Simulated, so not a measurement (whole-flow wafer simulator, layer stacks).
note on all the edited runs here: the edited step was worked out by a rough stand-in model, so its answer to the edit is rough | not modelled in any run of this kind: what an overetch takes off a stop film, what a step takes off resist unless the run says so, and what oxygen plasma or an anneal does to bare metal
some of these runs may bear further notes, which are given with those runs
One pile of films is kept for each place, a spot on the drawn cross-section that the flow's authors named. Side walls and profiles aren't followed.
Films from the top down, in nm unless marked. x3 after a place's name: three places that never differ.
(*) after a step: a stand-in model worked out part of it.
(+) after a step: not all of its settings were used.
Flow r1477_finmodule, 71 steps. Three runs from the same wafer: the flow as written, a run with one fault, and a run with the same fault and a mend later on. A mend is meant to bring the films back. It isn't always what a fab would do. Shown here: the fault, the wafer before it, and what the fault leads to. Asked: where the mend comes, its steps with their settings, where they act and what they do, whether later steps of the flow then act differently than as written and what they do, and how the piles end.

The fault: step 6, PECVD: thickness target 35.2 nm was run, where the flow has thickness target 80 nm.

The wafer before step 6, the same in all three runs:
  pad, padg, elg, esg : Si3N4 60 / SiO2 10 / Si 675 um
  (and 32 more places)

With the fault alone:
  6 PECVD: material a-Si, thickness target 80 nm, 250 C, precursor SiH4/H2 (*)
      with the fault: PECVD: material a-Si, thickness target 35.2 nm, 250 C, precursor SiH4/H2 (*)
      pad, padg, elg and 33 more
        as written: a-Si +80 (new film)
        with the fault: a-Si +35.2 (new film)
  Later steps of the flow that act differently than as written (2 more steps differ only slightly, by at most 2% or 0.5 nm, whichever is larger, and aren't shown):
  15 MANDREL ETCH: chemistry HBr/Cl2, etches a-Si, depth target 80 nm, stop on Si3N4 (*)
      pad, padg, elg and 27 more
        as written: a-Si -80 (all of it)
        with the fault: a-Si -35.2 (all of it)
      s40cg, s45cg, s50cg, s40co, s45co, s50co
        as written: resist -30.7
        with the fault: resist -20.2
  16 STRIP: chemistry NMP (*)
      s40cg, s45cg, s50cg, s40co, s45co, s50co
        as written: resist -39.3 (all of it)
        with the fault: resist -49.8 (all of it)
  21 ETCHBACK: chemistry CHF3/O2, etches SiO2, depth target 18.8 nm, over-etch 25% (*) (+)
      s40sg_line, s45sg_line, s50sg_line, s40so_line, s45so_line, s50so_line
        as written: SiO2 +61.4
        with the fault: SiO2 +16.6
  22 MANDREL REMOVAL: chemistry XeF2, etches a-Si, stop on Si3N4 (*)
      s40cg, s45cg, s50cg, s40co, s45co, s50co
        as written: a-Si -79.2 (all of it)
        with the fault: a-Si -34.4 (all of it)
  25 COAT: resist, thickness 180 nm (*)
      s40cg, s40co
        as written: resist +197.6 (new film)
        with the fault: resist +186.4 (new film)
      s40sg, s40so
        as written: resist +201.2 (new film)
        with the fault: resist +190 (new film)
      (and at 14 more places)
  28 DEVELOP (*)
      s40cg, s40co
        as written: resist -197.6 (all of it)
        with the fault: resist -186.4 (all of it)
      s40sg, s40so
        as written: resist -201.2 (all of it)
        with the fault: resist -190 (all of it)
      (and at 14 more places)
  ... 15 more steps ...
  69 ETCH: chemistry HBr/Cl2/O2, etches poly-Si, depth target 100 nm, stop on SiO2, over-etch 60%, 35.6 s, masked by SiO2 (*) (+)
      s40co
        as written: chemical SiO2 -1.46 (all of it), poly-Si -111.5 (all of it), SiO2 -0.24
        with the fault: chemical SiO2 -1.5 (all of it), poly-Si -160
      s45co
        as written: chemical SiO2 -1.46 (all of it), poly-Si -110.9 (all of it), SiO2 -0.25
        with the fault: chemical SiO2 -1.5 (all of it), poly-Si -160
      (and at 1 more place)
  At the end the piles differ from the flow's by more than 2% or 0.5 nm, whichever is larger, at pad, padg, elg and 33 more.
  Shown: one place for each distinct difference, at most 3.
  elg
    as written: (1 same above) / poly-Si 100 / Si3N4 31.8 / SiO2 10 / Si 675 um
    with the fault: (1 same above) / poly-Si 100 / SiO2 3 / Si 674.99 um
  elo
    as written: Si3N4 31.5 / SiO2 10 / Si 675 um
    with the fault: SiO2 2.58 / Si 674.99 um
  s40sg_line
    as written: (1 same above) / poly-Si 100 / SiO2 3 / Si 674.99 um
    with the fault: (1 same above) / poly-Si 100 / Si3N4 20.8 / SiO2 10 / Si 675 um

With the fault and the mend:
  The mend comes after step 7.
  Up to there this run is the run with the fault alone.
  7a PECVD: material a-Si, thickness target 44.8 nm, 250 C, precursor SiH4/H2 (*) (the flow's step 6 once more, with other settings)
      pad, padg, elg and 33 more
        a-Si +44.8
  No later step of the flow acts differently than as written at any place that is followed.
  At the end the piles are the same as the flow's at every place that both follow.
